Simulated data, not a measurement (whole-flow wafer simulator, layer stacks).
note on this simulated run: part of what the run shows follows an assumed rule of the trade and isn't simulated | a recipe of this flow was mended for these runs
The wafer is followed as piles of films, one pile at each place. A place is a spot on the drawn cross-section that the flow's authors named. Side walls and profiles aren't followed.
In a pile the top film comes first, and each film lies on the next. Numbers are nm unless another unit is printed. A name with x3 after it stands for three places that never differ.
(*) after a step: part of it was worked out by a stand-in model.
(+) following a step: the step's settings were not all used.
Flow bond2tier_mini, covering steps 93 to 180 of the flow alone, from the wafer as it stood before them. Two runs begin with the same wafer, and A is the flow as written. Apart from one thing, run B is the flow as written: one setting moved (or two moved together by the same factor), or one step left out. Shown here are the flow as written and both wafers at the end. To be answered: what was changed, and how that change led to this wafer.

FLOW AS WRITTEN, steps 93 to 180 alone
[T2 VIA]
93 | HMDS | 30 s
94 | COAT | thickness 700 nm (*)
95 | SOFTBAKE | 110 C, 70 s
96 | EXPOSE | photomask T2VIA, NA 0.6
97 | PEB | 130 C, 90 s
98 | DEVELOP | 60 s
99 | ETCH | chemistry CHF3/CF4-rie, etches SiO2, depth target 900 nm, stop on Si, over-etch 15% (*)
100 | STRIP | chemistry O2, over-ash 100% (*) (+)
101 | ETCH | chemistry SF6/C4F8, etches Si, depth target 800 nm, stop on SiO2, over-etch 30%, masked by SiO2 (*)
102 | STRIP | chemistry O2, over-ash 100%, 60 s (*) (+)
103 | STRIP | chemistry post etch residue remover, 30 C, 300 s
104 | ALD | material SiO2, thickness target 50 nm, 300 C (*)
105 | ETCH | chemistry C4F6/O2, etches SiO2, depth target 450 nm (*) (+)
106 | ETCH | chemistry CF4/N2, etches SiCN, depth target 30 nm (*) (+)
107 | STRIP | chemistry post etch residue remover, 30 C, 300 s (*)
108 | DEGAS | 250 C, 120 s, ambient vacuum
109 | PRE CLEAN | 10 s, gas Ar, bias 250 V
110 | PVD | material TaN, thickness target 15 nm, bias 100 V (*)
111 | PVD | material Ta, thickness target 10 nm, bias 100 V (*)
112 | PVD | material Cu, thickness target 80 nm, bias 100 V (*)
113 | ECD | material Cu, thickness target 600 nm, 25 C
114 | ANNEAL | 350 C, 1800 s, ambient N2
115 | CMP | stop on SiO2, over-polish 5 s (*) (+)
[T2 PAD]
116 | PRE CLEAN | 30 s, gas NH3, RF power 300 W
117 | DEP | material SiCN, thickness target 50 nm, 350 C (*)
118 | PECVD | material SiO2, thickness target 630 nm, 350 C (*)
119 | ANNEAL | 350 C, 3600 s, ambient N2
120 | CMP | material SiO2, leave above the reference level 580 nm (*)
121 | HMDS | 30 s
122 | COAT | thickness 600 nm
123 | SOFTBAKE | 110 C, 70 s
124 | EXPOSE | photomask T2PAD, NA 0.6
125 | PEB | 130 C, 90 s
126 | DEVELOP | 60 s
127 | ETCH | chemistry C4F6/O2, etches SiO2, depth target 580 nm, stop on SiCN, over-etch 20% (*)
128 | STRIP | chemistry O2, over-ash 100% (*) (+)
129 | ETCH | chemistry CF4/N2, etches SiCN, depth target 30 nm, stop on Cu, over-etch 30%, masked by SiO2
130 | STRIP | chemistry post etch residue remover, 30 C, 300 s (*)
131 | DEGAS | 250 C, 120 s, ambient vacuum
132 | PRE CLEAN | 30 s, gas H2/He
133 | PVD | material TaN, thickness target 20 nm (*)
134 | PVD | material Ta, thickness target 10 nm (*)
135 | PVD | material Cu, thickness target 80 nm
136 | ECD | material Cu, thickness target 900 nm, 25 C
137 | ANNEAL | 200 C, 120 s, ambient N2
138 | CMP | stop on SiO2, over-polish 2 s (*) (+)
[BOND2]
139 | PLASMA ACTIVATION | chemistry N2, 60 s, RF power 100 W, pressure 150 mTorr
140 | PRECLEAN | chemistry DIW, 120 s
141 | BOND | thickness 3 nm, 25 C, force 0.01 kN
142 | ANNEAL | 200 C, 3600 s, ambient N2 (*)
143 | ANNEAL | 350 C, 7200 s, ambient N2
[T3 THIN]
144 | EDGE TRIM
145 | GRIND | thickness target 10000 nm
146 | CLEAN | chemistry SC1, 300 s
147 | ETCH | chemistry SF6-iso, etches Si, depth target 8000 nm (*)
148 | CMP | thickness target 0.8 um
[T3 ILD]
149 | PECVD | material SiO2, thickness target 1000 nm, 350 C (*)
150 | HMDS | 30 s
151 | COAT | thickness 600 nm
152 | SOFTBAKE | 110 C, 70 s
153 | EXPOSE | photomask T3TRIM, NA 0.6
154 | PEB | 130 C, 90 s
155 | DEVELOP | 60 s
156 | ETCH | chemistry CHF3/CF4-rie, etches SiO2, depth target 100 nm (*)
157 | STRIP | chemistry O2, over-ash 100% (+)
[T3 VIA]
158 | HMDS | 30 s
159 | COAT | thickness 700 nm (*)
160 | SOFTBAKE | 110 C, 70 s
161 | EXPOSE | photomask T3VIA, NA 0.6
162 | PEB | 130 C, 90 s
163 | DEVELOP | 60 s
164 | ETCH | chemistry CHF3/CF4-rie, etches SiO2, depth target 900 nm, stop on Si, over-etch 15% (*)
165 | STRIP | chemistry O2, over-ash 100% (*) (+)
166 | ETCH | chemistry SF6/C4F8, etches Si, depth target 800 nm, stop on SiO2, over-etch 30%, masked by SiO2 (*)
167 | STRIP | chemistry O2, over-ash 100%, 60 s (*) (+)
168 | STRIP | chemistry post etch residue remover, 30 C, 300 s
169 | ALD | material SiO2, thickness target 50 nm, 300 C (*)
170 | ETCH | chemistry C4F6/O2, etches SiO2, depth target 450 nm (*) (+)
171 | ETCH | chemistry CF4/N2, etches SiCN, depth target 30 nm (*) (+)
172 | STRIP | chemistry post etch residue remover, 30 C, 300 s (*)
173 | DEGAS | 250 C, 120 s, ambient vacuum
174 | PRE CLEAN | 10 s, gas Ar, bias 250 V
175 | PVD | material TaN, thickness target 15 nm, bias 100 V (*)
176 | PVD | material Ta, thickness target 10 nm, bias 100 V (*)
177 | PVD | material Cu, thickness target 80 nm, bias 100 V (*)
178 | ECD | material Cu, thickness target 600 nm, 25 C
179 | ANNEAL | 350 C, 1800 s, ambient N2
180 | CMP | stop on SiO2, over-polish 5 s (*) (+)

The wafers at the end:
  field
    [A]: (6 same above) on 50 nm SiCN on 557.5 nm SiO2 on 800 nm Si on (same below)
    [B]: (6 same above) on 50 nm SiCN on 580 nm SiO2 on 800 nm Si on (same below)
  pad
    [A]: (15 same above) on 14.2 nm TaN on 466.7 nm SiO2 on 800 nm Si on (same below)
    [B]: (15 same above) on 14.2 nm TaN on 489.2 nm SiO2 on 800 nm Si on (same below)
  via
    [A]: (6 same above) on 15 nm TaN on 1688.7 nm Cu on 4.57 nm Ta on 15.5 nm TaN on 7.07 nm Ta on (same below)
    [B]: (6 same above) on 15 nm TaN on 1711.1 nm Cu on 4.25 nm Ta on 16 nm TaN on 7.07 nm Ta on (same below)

Cause: step 104, ALD: thickness target 72.5 nm was run, though the flow has thickness target 50 nm.

How this came from the change, step by step:
  104 | ALD | material SiO2, thickness target 50 nm, 300 C (*)
      field, pad, via: A SiO2 gains 50 | B SiO2 gains 72.5
  105 | ETCH | chemistry C4F6/O2, etches SiO2, depth target 450 nm (*) (+)
      via: A SiO2 loses 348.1 (all of it), SiCN loses 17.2 | B SiO2 loses 370.6 (all of it), SiCN loses 13.4
  106 | ETCH | chemistry CF4/N2, etches SiCN, depth target 30 nm (*) (+)
      via: A SiCN loses 17.6 (all of it), TaN loses 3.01 | B SiCN loses 21.4 (all of it), TaN loses 2.09
  112 | PVD | material Cu, thickness target 80 nm, bias 100 V (*)
      via: A Cu gains 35 (new film) | B Cu gains 32.4 (new film)
